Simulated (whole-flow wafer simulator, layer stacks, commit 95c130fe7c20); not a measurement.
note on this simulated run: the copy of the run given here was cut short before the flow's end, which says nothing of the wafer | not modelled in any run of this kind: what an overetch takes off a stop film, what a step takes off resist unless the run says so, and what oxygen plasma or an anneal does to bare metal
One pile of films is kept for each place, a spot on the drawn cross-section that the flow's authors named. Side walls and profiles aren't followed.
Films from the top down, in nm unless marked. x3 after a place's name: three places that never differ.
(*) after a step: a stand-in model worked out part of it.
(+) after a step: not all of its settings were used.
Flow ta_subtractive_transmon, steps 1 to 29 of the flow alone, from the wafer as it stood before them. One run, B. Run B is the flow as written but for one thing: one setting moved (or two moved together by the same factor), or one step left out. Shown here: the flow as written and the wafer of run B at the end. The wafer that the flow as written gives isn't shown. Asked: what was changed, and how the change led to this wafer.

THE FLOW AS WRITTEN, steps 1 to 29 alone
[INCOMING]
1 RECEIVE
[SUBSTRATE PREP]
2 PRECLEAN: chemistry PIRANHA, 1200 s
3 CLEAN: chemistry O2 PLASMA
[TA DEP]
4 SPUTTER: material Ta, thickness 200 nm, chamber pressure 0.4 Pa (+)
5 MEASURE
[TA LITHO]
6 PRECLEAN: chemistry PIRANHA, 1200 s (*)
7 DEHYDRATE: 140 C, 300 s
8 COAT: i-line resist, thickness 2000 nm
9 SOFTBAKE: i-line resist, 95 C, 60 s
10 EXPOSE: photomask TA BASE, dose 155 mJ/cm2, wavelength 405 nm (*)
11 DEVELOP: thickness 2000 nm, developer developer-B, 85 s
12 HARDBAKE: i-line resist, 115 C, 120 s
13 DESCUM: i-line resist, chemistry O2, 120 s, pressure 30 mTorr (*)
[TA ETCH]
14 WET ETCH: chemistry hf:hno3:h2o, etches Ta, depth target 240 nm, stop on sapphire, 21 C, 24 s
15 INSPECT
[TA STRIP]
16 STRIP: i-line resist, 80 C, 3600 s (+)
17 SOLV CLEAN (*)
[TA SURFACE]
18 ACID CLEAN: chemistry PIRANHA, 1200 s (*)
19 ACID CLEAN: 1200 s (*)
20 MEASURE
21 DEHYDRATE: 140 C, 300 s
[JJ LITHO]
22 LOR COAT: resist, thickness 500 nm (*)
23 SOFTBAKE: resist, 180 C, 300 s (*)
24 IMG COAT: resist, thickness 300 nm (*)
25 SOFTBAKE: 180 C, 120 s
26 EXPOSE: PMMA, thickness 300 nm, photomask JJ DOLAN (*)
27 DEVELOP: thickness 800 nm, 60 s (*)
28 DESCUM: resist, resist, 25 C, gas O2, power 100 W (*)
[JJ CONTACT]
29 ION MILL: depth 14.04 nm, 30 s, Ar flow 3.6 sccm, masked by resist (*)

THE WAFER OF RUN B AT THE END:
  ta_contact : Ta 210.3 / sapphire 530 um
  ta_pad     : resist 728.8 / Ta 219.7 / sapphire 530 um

The cause: step 4, SPUTTER: thickness 220 nm was run, where the flow has thickness 200 nm.

How the change led to this, step by step:
  4 SPUTTER: material Ta, thickness 200 nm, chamber pressure 0.4 Pa (+)
      field x2, jj_line, lead, ta_contact, ta_pad: Ta +220 (new film) (as written it would be: Ta +200 (new film))
  14 WET ETCH: chemistry hf:hno3:h2o, etches Ta, depth target 240 nm, stop on sapphire, 21 C, 24 s
      field x2, jj_line, lead: Ta -220 (all of it) (as written it would be: Ta -200 (all of it))
